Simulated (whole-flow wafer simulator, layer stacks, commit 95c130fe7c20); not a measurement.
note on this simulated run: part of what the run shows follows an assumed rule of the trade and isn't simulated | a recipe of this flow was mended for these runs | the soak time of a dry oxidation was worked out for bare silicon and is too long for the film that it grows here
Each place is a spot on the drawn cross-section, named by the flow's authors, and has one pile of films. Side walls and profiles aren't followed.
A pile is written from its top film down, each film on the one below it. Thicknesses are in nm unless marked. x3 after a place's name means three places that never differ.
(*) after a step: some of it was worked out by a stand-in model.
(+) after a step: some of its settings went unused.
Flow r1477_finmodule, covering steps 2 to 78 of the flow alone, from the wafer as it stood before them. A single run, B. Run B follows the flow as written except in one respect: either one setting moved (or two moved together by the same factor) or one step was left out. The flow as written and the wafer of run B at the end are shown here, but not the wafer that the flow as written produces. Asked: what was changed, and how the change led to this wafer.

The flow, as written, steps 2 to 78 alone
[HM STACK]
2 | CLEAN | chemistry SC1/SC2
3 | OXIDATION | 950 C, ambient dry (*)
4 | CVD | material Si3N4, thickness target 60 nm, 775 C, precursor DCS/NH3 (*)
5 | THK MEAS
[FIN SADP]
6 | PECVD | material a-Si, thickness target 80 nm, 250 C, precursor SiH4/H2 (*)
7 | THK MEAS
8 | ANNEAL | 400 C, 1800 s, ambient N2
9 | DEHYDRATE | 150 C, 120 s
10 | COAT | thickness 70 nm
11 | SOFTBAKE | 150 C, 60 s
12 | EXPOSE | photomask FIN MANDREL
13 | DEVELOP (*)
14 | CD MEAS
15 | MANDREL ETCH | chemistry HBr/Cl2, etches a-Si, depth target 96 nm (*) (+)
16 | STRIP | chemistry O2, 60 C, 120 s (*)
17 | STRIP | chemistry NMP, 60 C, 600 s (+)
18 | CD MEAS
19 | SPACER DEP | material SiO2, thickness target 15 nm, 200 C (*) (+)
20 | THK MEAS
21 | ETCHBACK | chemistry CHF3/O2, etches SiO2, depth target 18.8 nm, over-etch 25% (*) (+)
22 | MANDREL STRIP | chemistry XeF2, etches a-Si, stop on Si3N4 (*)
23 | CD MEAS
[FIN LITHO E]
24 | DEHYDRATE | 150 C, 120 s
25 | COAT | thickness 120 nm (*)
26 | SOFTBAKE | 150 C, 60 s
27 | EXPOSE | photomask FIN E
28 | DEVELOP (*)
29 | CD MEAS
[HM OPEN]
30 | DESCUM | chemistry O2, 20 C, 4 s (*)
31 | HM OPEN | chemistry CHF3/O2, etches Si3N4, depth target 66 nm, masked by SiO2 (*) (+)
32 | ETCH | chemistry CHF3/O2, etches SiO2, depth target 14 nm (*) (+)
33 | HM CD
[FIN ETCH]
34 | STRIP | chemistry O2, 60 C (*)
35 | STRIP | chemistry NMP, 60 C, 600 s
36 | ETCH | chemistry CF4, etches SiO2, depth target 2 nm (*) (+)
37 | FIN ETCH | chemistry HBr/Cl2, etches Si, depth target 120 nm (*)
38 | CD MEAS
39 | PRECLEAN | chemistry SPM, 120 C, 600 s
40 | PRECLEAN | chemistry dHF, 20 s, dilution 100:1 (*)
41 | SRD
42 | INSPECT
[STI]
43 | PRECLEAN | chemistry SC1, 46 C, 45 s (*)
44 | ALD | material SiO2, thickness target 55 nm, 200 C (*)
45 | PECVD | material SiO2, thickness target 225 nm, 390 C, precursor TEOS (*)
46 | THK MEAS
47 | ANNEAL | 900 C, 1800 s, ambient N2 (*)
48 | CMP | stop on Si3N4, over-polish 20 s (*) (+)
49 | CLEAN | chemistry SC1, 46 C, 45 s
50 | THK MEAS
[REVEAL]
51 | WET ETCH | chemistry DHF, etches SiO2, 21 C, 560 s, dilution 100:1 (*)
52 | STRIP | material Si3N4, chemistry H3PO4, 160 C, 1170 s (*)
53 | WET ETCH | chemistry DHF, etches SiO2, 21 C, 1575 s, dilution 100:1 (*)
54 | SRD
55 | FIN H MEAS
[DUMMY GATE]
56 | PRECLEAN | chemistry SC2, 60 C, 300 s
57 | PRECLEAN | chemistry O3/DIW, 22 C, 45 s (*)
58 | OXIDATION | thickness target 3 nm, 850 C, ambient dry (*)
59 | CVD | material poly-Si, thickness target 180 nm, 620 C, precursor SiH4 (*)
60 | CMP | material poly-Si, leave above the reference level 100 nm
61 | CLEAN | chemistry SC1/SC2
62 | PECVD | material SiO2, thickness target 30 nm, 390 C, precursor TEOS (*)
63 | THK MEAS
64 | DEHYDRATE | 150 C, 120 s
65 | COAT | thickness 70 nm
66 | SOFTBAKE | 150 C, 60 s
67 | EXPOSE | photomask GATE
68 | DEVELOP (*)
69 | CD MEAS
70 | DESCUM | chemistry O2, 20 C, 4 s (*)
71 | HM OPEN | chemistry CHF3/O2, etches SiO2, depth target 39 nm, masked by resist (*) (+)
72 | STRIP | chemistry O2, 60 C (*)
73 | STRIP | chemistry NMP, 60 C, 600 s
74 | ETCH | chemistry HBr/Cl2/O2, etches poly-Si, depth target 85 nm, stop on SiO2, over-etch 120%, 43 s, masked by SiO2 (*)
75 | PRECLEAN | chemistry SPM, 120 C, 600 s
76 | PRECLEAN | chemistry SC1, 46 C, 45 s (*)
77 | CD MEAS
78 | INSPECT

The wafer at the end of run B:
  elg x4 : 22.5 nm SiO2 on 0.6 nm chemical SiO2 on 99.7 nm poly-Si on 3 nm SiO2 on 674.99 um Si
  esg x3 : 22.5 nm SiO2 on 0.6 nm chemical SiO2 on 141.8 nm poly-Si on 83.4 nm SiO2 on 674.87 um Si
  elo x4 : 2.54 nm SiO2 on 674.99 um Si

The reason: step 3, OXIDATION: 985 C was run, though the flow has 950 C.

How this came from the change, step by step:
  3 | OXIDATION | 950 C, ambient dry (*)
      pad, padg, elg x4 and 30 more: +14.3 SiO2 (new film), -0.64 chemical SiO2 (all of it), -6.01 Si (it would be, as written: +10 SiO2 (new film), -0.64 chemical SiO2 (all of it), -4.12 Si)
  32 | ETCH | chemistry CHF3/O2, etches SiO2, depth target 14 nm (*) (+)
      pad, padg, esg x3 and 11 more: -8.35 SiO2 (all of it), -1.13 Si (it would be, as written: -4.05 SiO2 (all of it), -1.99 Si)
      s40cg, s45cg, s50cg, s40co, s45co, s50co: -11.3 SiO2 (all of it), -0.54 Si (it would be, as written: -7 SiO2 (all of it), -1.4 Si)
  48 | CMP | stop on Si3N4, over-polish 20 s (*) (+)
      pad, padg: -76 SiO2 (it would be, as written: -79.4 SiO2)
  53 | WET ETCH | chemistry DHF, etches SiO2, 21 C, 1575 s, dilution 100:1 (*)
      elg x4, elo x4: -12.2 SiO2 (all of it) (it would be, as written: -7.85 SiO2 (all of it))
      s40sg_line, s45sg_line, s50sg_line, s40so_line, s45so_line, s50so_line: -12.8 SiO2 (all of it) (it would be, as written: -8.51 SiO2 (all of it))
  60 | CMP | material poly-Si, leave above the reference level 100 nm
      pad, padg: -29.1 poly-Si (it would be, as written: -24.8 poly-Si)
  74 | ETCH | chemistry HBr/Cl2/O2, etches poly-Si, depth target 85 nm, stop on SiO2, over-etch 120%, 43 s, masked by SiO2 (*)
      eso x3, e200so, s40co, s40so, s45co, s45so, s50co, s50so: -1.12 chemical SiO2 (all of it), -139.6 poly-Si (all of it), -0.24 SiO2 (it would be, as written: -1.12 chemical SiO2 (all of it), -143.9 poly-Si (all of it), -0.22 SiO2)
      pad: -1.12 chemical SiO2 (all of it), -148.5 poly-Si (all of it), -0.19 SiO2 (it would be, as written: -1.12 chemical SiO2 (all of it), -152.8 poly-Si (all of it), -0.17 SiO2)
